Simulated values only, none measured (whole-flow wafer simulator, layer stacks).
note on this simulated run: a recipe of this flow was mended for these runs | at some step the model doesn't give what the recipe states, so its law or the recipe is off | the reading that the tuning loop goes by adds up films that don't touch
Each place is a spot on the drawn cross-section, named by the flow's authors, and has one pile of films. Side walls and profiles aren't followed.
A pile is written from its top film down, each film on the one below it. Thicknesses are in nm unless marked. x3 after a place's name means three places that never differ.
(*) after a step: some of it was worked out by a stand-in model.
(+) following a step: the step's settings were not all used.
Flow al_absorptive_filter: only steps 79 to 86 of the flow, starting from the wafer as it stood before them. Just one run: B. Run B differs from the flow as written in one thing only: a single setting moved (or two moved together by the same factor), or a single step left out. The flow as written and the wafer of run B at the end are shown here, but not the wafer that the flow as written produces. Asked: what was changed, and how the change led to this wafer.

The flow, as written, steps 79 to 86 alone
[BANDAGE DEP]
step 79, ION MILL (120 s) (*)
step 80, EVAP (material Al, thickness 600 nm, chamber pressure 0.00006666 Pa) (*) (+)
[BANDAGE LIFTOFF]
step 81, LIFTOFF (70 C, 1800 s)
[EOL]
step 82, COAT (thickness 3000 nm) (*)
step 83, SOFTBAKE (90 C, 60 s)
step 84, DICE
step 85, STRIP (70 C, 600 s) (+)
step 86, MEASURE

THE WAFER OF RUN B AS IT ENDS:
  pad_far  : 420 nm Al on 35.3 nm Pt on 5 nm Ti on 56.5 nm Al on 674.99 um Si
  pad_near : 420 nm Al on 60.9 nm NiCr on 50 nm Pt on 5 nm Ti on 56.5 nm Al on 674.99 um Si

Cause: step 80, EVAP: thickness 420 nm was run, though the flow has thickness 600 nm.
The wafer lets one read it off: pad_far has Al 420, and step 80 as written asks for 600 nm.

How this came from the change, step by step:
  step 80, EVAP (material Al, thickness 600 nm, chamber pressure 0.00006666 Pa) (*) (+)
      gnd, pad_far, pad_near and 11 more: +420 Al (new film) (it would be, as written: +600 Al (new film))
  step 81, LIFTOFF (70 C, 1800 s)
      xa_field, xl_land, idc_field: -420 Al (all of it), -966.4 i-line-resist (all of it), -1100 lift-off-underlayer (all of it), -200 acrylic-e-beam-resist (all of it) (it would be, as written: -600 Al (all of it), -966.4 i-line-resist (all of it), -1100 lift-off-underlayer (all of it), -200 acrylic-e-beam-resist (all of it))
      gnd: -420 Al (all of it), -968.3 i-line-resist (all of it), -1103.3 lift-off-underlayer (all of it), -200.9 acrylic-e-beam-resist (all of it) (it would be, as written: -600 Al (all of it), -968.3 i-line-resist (all of it), -1103.3 lift-off-underlayer (all of it), -200.9 acrylic-e-beam-resist (all of it))
      (as well as at 8 more places)
  step 82, COAT (thickness 3000 nm) (*)
      pad_far: +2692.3 i-line-resist (new film) (it would be, as written: +2560.9 i-line-resist (new film))
      pad_near: +2614 i-line-resist (new film) (it would be, as written: +2480.3 i-line-resist (new film))
  step 83, SOFTBAKE (90 C, 60 s)
      gnd: +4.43 i-line-resist (it would be, as written: +6.13 i-line-resist)
      pad_far: -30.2 i-line-resist (it would be, as written: -44.2 i-line-resist)
      (as well as at 2 more places)
  step 85, STRIP (70 C, 600 s) (+)
      pad_far: -2662.1 i-line-resist (all of it) (it would be, as written: -2516.7 i-line-resist (all of it))
      pad_near: -2585.4 i-line-resist (all of it) (it would be, as written: -2439.3 i-line-resist (all of it))
